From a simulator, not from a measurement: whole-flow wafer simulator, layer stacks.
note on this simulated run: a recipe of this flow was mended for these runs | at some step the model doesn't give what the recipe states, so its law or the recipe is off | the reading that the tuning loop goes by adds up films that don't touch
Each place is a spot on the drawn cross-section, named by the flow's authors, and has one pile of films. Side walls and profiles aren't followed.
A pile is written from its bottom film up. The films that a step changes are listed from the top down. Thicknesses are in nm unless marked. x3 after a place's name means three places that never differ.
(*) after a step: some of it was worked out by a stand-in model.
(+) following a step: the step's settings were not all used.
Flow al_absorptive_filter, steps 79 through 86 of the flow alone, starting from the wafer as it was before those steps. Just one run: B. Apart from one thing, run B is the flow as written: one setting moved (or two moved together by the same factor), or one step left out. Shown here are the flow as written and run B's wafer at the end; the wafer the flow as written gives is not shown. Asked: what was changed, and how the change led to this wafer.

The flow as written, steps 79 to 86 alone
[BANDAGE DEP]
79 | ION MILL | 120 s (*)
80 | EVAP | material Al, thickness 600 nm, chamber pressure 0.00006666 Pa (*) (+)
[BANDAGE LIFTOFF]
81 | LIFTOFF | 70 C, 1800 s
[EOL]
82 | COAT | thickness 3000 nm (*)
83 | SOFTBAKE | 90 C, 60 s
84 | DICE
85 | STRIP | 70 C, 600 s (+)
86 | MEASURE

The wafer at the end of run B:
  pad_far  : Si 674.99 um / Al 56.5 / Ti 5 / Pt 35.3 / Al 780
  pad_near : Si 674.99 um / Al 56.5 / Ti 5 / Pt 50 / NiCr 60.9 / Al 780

What caused this: step 80, EVAP: thickness 780 nm was run, while the flow as written has thickness 600 nm.
The wafer itself shows it: pad_far has Al 780, and step 80 as written asks for 600 nm.

Step by step, how the change led to this:
  80 | EVAP | material Al, thickness 600 nm, chamber pressure 0.00006666 Pa (*) (+)
      gnd, pad_far, pad_near and 11 more: +780 Al (new film) (in the flow as written it would be: +600 Al (new film))
  81 | LIFTOFF | 70 C, 1800 s
      xa_field, xl_land, idc_field: -780 Al (all of it), -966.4 i-line-resist (all of it), -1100 lift-off-underlayer (all of it), -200 acrylic-e-beam-resist (all of it) (in the flow as written it would be: -600 Al (all of it), -966.4 i-line-resist (all of it), -1100 lift-off-underlayer (all of it), -200 acrylic-e-beam-resist (all of it))
      gnd: -780 Al (all of it), -968.3 i-line-resist (all of it), -1103.3 lift-off-underlayer (all of it), -200.9 acrylic-e-beam-resist (all of it) (in the flow as written it would be: -600 Al (all of it), -968.3 i-line-resist (all of it), -1103.3 lift-off-underlayer (all of it), -200.9 acrylic-e-beam-resist (all of it))
      (as well as at 8 more places)
  82 | COAT | thickness 3000 nm (*)
      pad_far: +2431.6 i-line-resist (new film) (in the flow as written it would be: +2560.9 i-line-resist (new film))
      pad_near: +2349.5 i-line-resist (new film) (in the flow as written it would be: +2480.3 i-line-resist (new film))
  83 | SOFTBAKE | 90 C, 60 s
      gnd: +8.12 i-line-resist (in the flow as written it would be: +6.13 i-line-resist)
      pad_far: -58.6 i-line-resist (in the flow as written it would be: -44.2 i-line-resist)
      (as well as at 2 more places)
  85 | STRIP | 70 C, 600 s (+)
      pad_far: -2373 i-line-resist (all of it) (in the flow as written it would be: -2516.7 i-line-resist (all of it))
      pad_near: -2294.9 i-line-resist (all of it) (in the flow as written it would be: -2439.3 i-line-resist (all of it))
